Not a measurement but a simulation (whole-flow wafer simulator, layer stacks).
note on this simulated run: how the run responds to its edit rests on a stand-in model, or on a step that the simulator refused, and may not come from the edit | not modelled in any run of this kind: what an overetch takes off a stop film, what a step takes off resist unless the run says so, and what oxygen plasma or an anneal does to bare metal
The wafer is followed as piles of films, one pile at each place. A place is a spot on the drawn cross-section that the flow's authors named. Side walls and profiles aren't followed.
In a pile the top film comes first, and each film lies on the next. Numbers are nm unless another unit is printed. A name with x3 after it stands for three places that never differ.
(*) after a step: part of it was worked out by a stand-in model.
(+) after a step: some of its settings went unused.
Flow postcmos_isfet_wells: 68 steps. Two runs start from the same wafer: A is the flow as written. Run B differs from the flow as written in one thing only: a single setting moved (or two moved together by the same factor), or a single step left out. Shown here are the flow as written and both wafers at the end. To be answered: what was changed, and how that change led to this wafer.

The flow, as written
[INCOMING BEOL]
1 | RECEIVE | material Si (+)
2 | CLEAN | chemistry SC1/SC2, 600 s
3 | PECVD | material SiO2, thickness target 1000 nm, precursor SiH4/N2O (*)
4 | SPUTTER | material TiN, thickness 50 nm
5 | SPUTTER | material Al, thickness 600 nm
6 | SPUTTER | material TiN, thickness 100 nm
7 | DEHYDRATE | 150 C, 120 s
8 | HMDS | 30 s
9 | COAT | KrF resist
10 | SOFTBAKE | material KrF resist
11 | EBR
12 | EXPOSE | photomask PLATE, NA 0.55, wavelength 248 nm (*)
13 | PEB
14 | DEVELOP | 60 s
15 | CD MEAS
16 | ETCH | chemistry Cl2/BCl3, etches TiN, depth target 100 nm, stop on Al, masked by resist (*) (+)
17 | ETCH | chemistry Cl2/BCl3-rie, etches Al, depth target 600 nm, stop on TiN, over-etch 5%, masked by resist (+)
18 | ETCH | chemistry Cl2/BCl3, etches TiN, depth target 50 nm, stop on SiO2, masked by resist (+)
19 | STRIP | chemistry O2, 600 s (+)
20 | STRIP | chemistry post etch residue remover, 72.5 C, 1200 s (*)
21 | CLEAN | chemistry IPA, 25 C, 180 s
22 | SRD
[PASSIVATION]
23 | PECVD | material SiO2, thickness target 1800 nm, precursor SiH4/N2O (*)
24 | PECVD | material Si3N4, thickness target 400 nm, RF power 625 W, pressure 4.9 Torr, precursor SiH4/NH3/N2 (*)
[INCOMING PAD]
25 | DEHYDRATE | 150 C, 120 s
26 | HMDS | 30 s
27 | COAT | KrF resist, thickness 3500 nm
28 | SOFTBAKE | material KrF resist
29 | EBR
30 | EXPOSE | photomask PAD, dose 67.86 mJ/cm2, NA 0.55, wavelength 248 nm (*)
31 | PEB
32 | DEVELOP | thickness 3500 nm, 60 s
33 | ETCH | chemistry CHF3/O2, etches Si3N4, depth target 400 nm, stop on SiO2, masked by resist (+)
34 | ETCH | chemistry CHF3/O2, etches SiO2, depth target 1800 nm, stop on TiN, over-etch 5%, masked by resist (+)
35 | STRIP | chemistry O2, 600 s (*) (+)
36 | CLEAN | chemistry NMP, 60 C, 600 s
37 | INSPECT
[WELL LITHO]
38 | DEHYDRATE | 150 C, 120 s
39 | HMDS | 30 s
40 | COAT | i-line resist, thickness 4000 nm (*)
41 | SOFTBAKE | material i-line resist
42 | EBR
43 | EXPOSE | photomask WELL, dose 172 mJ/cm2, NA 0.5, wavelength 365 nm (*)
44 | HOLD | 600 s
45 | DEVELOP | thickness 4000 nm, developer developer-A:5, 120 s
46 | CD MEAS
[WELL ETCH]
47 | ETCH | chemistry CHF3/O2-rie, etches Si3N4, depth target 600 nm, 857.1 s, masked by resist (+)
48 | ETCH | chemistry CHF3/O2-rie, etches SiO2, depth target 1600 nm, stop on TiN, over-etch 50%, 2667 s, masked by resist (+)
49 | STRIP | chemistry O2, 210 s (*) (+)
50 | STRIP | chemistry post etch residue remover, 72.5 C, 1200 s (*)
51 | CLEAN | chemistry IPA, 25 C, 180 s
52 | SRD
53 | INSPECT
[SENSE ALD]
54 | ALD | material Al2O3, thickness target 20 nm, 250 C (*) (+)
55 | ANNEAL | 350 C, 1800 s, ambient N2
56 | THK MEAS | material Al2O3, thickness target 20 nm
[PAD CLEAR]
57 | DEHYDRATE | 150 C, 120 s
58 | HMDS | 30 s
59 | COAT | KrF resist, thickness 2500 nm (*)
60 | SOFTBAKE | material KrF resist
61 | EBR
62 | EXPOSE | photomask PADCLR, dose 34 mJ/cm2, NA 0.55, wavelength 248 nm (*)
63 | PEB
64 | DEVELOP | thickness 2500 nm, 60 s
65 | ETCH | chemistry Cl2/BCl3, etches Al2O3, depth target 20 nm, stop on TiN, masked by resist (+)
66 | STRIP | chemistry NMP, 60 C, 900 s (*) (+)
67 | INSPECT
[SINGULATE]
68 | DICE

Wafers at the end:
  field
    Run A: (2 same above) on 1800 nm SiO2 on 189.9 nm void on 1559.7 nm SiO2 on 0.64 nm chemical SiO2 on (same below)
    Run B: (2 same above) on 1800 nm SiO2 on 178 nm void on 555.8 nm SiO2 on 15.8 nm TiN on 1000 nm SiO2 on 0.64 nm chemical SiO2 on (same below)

What caused this: step 18, ETCH: depth target 33.8 nm was run, though the flow has depth target 50 nm.

Step by step, how the change led to this:
  18 | ETCH | chemistry Cl2/BCl3, etches TiN, depth target 50 nm, stop on SiO2, masked by resist (+)
      field: A -50 TiN (all of it) | B -33.8 TiN
      margin, well900, well1300 x3, pad_rim, pad_clr, pad_open: A -20 KrF resist | B -13.5 KrF resist
  23 | PECVD | material SiO2, thickness target 1800 nm, precursor SiH4/N2O (*)
      field: A +1800 SiO2 (new film), +189.9 void (new film), +559.7 SiO2 | B +1800 SiO2 (new film), +178 void (new film), +555.8 SiO2 (new film)
If metal films that touch count as one body, field has 1 body; the flow as written gives 0 bodies.
